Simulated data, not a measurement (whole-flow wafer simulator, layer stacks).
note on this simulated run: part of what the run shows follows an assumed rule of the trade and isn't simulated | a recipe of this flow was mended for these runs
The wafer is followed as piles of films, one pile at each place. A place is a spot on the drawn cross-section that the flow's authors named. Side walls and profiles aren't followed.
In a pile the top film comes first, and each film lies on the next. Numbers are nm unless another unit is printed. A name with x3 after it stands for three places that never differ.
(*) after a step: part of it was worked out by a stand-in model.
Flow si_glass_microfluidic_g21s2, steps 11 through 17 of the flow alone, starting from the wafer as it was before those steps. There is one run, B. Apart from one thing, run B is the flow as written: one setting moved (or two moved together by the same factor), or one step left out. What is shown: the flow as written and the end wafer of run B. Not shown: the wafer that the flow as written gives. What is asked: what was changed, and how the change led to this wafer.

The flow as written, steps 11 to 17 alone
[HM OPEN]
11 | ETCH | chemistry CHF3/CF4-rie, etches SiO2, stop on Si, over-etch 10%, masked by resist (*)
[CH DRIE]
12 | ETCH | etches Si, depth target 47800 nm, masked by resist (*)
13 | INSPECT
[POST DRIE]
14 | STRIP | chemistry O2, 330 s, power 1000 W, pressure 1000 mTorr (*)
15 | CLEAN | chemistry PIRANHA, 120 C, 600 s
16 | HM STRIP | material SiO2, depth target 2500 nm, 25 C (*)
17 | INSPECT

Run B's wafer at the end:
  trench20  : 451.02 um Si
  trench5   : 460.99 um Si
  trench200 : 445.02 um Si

The reason: step 11, ETCH: over-etch 14.5% was run, whereas the flow has over-etch 10%.

How this came from the change, step by step:
  11 | ETCH | chemistry CHF3/CF4-rie, etches SiO2, stop on Si, over-etch 10%, masked by resist (*)
      trench20, trench5, trench200: SiO2 loses 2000 (all of it), Si loses 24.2 (as written it would have been: SiO2 loses 2000 (all of it), Si loses 16.7)
      land: thick-i-line-resist loses 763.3 (as written it would have been: thick-i-line-resist loses 733.3)
  12 | ETCH | etches Si, depth target 47800 nm, masked by resist (*)
      trench5: Si loses 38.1 um (as written it would have been: Si loses 38.09 um)
      trench200: Si loses 54.07 um (as written it would have been: Si loses 54.08 um)
